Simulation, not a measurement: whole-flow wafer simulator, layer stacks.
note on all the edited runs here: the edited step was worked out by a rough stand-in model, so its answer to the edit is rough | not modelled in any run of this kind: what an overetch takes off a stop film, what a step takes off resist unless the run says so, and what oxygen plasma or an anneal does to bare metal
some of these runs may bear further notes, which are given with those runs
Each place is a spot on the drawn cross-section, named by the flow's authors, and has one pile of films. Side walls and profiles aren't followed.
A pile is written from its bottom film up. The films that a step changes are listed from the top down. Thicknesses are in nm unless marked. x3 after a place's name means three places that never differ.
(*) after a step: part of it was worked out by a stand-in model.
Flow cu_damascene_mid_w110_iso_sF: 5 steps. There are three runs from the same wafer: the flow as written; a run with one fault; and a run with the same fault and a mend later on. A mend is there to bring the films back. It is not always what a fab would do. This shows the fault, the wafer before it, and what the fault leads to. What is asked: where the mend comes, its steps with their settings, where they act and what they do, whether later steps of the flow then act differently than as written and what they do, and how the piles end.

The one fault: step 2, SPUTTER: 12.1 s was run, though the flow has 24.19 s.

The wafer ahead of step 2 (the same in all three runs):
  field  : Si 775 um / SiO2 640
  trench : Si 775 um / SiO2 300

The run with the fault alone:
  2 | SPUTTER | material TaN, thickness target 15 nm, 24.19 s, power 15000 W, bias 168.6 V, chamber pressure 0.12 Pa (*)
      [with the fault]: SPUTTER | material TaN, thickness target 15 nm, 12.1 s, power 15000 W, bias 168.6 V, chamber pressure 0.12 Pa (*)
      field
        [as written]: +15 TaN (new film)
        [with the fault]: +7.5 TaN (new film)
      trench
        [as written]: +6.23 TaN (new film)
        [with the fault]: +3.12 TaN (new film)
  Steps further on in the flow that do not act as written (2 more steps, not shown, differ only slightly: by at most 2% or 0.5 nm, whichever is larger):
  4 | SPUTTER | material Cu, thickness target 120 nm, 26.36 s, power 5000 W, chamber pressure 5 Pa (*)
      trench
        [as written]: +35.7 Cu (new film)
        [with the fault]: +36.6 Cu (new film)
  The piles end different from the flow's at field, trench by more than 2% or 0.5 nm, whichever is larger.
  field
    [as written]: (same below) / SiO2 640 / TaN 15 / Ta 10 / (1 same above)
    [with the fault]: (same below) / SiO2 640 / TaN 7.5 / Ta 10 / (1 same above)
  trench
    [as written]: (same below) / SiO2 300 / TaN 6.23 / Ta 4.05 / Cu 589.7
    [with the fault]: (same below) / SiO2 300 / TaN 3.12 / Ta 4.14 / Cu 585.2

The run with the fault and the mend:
  The mend stands after step 2.
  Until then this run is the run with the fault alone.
  2a | SPUTTER | material TaN, thickness target 15 nm, 12.09 s, power 15000 W, bias 168.6 V, chamber pressure 0.12 Pa (*) (the flow's step 2, run once more with other settings)
      field
        +7.5 TaN
      trench
        +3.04 TaN
  Every later step of the flow that is run acts as written, at every place that is followed, to within 2% or 0.5 nm, whichever is larger.
  At the end the piles are close to the flow's at the places that both follow, differing by at most 2% or 0.5 nm, whichever is larger.
